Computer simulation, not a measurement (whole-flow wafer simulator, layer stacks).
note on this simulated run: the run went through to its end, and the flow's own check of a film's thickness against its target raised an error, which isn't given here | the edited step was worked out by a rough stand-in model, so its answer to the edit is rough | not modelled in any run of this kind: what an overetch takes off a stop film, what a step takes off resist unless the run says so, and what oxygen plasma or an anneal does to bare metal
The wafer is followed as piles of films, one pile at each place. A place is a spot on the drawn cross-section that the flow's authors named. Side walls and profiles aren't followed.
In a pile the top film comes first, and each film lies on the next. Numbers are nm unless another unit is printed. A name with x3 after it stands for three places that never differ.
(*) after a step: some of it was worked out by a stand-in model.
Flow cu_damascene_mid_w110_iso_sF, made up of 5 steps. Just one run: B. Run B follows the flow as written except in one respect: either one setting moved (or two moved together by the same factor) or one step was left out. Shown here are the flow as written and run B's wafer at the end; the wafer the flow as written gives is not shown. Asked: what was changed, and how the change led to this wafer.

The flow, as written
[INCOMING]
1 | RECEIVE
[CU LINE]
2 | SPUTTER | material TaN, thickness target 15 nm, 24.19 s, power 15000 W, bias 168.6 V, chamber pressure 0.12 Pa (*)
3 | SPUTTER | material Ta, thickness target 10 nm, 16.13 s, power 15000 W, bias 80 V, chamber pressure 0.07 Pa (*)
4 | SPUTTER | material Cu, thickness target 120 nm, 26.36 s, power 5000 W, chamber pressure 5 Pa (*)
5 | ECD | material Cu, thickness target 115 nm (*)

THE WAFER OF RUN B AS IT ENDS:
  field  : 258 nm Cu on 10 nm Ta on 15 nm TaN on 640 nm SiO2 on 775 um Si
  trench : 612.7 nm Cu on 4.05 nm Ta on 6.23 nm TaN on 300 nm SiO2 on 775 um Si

Cause: step 5, ECD: thickness target 138 nm was run, though the flow has thickness target 115 nm.

Step by step, how the change led to this:
  5 | ECD | material Cu, thickness target 115 nm (*)
      field: +138 Cu (as written it would have been: +115 Cu)
      trench: +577 Cu (as written it would have been: +554 Cu)
